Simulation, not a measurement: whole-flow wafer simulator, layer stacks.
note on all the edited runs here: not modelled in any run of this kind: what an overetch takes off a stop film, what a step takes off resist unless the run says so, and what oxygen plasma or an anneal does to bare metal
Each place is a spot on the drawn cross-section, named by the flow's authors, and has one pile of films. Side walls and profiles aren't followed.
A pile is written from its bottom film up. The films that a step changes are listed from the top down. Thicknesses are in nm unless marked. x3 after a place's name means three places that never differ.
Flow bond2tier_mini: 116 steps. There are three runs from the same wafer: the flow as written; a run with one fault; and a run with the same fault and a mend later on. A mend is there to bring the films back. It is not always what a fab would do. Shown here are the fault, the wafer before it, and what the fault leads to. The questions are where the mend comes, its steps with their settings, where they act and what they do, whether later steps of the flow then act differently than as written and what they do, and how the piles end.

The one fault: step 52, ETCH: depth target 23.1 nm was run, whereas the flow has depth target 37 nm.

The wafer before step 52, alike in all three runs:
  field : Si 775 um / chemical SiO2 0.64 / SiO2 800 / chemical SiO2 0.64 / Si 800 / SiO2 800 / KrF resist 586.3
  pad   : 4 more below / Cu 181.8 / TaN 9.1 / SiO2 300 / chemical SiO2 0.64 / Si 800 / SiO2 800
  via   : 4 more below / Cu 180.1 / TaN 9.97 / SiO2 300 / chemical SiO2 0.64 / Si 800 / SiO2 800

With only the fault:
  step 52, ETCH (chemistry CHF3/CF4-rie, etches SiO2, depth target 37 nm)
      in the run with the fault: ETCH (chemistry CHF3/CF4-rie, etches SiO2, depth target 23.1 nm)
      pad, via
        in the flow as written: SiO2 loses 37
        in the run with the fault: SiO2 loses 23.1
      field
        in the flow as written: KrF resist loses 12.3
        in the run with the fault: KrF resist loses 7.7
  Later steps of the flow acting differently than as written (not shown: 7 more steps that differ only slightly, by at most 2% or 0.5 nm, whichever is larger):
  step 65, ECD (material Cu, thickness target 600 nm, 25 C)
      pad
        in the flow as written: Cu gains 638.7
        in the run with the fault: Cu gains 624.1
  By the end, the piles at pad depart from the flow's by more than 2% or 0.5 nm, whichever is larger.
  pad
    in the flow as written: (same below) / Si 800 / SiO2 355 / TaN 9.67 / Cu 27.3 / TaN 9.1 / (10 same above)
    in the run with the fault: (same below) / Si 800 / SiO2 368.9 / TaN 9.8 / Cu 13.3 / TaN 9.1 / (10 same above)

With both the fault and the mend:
  After step 52 comes the mend.
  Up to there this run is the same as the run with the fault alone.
  step 52a, ETCH (chemistry CHF3/CF4-rie, etches SiO2, depth target 13.9 nm) (a further turn of the flow's step 52, with different settings)
      pad, via
        SiO2 loses 13.9
      field
        KrF resist loses 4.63
  Later steps of the flow that are run all act as written at every place that is followed.
  By the end, the piles equal the flow's at every place that both follow.
